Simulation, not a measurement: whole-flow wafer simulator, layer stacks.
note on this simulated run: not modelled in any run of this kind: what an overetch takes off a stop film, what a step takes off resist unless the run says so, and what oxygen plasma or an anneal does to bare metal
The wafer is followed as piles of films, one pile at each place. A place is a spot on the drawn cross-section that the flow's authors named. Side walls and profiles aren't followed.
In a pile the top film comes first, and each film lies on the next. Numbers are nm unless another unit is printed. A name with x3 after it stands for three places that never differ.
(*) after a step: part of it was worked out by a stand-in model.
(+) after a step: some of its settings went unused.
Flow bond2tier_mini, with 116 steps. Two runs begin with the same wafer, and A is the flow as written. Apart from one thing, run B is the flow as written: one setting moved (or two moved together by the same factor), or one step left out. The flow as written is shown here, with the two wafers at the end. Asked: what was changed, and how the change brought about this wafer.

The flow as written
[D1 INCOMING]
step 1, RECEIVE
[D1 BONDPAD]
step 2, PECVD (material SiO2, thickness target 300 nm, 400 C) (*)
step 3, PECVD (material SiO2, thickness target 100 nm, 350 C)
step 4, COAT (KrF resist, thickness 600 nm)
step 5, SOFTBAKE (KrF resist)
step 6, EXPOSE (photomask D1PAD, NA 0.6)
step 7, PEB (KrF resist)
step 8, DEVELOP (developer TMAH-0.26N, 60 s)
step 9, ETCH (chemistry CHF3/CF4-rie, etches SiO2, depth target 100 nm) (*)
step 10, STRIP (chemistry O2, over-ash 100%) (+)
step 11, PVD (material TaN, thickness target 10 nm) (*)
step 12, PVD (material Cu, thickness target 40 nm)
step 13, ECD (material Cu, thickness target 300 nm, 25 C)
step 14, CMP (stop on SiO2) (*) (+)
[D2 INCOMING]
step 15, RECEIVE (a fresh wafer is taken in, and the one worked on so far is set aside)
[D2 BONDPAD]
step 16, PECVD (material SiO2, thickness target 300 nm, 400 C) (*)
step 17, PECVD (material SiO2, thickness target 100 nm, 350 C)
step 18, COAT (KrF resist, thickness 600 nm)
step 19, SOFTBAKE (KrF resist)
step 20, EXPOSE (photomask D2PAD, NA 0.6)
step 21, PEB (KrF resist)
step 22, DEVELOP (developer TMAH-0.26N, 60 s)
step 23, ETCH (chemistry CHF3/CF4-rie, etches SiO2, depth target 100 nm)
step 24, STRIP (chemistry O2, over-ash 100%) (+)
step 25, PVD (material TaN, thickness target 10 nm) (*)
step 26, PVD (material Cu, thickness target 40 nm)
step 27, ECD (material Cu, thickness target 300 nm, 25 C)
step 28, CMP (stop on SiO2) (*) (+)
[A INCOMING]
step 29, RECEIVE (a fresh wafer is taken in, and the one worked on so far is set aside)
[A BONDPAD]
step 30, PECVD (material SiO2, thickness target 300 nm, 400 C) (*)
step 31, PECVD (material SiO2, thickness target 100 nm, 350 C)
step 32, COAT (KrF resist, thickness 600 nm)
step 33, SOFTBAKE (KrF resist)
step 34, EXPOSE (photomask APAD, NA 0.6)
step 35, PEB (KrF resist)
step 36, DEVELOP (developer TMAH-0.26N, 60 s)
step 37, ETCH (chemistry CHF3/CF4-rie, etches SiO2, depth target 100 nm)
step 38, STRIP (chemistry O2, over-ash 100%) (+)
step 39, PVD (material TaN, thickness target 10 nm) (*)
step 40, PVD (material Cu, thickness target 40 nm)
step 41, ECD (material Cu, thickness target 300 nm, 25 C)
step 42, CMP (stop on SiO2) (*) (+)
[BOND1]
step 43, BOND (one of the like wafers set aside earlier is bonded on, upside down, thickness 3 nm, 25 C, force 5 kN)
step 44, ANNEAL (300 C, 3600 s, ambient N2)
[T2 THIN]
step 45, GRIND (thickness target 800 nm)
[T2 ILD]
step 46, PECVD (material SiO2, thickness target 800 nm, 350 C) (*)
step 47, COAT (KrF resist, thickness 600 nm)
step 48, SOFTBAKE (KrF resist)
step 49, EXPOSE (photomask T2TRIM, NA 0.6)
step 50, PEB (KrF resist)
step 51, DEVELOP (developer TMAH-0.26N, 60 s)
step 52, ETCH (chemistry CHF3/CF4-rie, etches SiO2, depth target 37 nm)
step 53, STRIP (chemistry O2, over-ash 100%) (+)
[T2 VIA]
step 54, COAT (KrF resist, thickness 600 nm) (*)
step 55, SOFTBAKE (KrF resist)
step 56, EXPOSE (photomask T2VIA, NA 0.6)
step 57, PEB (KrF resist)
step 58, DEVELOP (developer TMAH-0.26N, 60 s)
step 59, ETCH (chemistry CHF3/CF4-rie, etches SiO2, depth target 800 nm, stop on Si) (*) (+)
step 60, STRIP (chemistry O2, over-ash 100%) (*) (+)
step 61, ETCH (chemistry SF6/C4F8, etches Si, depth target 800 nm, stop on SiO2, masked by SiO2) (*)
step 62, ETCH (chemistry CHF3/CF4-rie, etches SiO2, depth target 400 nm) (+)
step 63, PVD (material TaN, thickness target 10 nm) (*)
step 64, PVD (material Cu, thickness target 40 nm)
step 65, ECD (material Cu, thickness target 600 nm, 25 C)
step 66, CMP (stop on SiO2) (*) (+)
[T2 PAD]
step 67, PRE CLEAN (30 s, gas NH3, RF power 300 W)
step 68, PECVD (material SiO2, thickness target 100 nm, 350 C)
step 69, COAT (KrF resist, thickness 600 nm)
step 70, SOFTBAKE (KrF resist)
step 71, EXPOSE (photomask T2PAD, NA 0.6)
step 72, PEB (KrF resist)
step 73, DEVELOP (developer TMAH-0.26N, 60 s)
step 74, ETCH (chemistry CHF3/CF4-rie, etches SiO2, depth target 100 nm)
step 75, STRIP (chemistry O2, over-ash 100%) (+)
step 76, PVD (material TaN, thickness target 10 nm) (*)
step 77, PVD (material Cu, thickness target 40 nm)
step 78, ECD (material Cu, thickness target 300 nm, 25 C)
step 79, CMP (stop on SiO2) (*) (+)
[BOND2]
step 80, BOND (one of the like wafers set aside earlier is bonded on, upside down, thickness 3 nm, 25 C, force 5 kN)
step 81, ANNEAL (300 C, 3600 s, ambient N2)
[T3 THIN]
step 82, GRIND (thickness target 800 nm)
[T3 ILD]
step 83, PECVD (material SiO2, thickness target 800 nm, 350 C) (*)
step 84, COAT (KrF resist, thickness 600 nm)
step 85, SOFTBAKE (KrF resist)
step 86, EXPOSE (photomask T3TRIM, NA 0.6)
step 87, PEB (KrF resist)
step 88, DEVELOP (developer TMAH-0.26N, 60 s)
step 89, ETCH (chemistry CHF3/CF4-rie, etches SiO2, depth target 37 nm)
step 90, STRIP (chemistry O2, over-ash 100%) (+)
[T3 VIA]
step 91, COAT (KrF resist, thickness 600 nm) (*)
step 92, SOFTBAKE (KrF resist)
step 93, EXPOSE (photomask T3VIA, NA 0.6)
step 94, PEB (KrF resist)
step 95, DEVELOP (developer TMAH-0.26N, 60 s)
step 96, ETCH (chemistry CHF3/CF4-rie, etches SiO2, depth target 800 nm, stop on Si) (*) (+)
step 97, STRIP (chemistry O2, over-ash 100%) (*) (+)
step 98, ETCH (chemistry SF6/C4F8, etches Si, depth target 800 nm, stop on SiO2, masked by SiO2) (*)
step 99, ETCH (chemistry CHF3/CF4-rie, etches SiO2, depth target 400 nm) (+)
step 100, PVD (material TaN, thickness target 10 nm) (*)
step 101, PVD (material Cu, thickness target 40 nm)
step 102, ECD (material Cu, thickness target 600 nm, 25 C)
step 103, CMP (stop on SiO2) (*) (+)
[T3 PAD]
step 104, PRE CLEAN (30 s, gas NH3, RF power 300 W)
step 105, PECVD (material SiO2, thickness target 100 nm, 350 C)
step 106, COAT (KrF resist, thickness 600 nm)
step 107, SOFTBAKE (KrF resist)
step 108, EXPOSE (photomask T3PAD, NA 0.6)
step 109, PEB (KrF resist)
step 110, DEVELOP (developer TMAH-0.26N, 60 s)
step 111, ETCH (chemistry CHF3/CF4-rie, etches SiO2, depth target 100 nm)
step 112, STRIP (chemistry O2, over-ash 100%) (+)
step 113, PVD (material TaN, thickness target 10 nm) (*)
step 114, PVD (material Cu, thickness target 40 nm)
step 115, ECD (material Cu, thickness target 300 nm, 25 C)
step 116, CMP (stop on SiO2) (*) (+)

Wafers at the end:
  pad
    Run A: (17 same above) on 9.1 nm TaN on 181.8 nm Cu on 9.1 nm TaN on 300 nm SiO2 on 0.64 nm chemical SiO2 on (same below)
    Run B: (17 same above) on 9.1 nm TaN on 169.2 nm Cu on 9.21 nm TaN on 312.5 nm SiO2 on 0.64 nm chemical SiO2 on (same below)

The reason: step 37, ETCH: depth target 87.5 nm was run, though the flow has depth target 100 nm.

The path from the change to this, step by step:
  step 37, ETCH (chemistry CHF3/CF4-rie, etches SiO2, depth target 100 nm)
      pad, via: A -100 SiO2 | B -87.5 SiO2
      field: A -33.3 KrF resist | B -29.2 KrF resist
  step 41, ECD (material Cu, thickness target 300 nm, 25 C)
      pad: A +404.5 Cu | B +391.4 Cu
      via: A +400.2 Cu | B +387.6 Cu
